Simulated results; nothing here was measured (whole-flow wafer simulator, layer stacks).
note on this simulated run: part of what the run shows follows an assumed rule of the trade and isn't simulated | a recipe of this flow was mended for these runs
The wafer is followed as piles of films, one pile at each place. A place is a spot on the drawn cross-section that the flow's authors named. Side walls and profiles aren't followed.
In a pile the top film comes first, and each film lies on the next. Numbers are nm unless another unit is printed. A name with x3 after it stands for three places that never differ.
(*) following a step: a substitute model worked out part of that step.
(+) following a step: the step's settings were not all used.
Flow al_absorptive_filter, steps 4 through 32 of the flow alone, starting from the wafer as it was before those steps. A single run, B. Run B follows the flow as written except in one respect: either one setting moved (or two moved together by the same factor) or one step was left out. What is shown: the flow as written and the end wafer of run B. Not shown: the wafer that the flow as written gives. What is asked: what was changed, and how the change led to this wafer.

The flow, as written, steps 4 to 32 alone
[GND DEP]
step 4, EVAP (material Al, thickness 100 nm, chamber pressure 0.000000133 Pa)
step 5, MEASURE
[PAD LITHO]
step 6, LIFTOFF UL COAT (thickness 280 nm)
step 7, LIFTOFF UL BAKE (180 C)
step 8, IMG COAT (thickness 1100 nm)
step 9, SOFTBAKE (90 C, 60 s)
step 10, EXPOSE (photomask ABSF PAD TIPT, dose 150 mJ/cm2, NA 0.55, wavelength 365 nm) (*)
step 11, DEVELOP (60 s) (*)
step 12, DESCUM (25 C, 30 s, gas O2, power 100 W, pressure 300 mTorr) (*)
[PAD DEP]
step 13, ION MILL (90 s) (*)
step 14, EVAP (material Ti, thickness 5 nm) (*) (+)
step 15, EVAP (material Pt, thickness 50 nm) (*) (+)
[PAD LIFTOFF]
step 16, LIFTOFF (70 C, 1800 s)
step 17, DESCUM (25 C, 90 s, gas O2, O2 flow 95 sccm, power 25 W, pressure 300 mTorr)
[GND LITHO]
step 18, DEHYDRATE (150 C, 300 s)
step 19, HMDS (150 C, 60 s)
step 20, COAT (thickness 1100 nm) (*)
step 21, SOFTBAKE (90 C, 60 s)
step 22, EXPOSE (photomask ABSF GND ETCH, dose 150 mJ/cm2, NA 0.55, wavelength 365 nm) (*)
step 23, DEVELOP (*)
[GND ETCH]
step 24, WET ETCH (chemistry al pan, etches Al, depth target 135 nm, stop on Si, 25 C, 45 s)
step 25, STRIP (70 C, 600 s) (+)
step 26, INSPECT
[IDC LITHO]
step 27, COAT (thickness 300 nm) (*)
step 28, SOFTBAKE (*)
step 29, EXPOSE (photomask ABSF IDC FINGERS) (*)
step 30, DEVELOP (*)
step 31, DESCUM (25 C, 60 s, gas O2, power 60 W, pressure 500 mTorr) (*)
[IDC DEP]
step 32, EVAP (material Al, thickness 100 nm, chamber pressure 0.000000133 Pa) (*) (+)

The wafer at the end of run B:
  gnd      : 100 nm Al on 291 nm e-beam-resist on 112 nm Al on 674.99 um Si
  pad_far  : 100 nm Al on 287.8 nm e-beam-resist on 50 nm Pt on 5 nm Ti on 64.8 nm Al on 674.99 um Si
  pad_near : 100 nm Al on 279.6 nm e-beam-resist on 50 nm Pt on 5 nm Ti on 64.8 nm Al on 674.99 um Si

What caused this: step 4, EVAP: thickness 112 nm was run, while the flow as written has thickness 100 nm; step 13, ION MILL: 101 s was run, where the flow has 90 s.
The wafer itself shows it: gnd has Al 112, and step 4 as written asks for 100 nm.

How this came from the change, step by step:
  step 4, EVAP (material Al, thickness 100 nm, chamber pressure 0.000000133 Pa)
      gnd, pad_far, pad_near and 11 more: +112 Al (new film) (in the flow as written it would be: +100 Al (new film))
  step 13, ION MILL (90 s) (*)
      gnd, ledge, res, xa_field x4, xl_gap, xl_turn, idc_field x2, idc_line: -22 i-line-resist (in the flow as written it would be: -19.6 i-line-resist)
      pad_far, pad_near: -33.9 Al (in the flow as written it would be: -30.2 Al)
  step 24, WET ETCH (chemistry al pan, etches Al, depth target 135 nm, stop on Si, 25 C, 45 s)
      res, xl_gap, idc_field x2, idc_line: -98.7 Al (all of it) (in the flow as written it would be: -86.7 Al (all of it))
  step 27, COAT (thickness 300 nm) (*)
      xl_gap: +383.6 e-beam-resist (new film) (in the flow as written it would be: +374.7 e-beam-resist (new film))
